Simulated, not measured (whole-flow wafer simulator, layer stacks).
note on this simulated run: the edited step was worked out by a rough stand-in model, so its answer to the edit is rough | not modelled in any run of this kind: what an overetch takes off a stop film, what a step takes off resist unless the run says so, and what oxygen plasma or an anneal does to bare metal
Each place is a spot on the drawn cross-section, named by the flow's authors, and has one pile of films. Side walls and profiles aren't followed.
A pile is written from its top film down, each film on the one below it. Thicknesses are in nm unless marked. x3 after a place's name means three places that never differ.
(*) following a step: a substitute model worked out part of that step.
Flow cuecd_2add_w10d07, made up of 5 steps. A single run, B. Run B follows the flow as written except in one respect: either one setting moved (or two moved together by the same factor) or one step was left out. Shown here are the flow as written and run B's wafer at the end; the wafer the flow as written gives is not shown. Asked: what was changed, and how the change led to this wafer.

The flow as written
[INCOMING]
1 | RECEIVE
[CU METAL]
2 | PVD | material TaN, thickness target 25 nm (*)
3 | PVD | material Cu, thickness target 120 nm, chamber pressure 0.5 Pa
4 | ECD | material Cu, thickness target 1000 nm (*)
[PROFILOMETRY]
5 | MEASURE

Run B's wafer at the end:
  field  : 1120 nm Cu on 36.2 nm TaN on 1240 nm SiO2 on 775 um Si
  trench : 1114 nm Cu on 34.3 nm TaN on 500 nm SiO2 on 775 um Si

What caused this: step 2, PVD: thickness target 36.2 nm was run, whereas the flow has thickness target 25 nm.
One can read it off the wafer: field has TaN 36.2, and step 2 as written asks for 25 nm.

The path from the change to this, step by step:
  2 | PVD | material TaN, thickness target 25 nm (*)
      field: +36.2 TaN (new film) (in the flow as written it would be: +25 TaN (new film))
      trench: +34.3 TaN (new film) (in the flow as written it would be: +23.7 TaN (new film))
